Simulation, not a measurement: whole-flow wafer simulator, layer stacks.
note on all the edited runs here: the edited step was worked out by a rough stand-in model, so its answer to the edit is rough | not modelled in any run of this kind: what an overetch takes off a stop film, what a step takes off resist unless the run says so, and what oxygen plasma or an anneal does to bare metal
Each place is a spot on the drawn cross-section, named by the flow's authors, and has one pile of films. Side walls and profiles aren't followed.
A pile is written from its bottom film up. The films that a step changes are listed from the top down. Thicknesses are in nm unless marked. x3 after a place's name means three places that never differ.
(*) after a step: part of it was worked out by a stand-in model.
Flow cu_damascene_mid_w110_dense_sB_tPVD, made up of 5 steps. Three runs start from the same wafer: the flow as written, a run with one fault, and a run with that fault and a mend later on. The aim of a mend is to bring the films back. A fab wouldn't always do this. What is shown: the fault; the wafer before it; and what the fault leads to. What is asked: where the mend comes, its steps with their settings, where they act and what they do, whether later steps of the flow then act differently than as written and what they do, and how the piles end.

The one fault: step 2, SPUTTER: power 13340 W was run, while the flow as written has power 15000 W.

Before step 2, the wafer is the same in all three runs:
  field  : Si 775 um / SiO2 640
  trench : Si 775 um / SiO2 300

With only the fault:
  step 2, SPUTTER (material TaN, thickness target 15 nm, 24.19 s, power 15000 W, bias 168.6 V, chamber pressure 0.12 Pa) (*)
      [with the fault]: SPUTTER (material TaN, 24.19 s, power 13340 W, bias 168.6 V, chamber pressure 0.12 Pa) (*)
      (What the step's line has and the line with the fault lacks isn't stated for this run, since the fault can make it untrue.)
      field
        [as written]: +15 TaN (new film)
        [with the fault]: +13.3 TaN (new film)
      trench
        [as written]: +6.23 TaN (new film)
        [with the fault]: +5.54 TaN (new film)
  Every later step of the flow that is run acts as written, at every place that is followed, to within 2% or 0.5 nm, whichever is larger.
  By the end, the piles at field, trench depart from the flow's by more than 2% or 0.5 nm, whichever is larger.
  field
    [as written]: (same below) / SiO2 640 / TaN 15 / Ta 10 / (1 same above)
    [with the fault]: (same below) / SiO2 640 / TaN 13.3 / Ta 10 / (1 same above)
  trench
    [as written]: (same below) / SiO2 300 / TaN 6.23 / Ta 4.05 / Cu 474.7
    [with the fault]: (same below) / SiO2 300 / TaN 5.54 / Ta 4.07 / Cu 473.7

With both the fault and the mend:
  After step 2 comes the mend.
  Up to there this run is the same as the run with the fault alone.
  step 2a, SPUTTER (material TaN, thickness target 1.663 nm, 2.681 s, power 15000 W, bias 168.6 V, chamber pressure 0.12 Pa) (*) (the flow's step 2, run once more with other settings)
      field
        +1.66 TaN
      trench
        +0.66 TaN
  Every later step of the flow that is run acts as written, at every place that is followed, to within 2% or 0.5 nm, whichever is larger.
  The piles end only slightly different from the flow's at the places that both follow, by no more than 2% or 0.5 nm, whichever is larger.
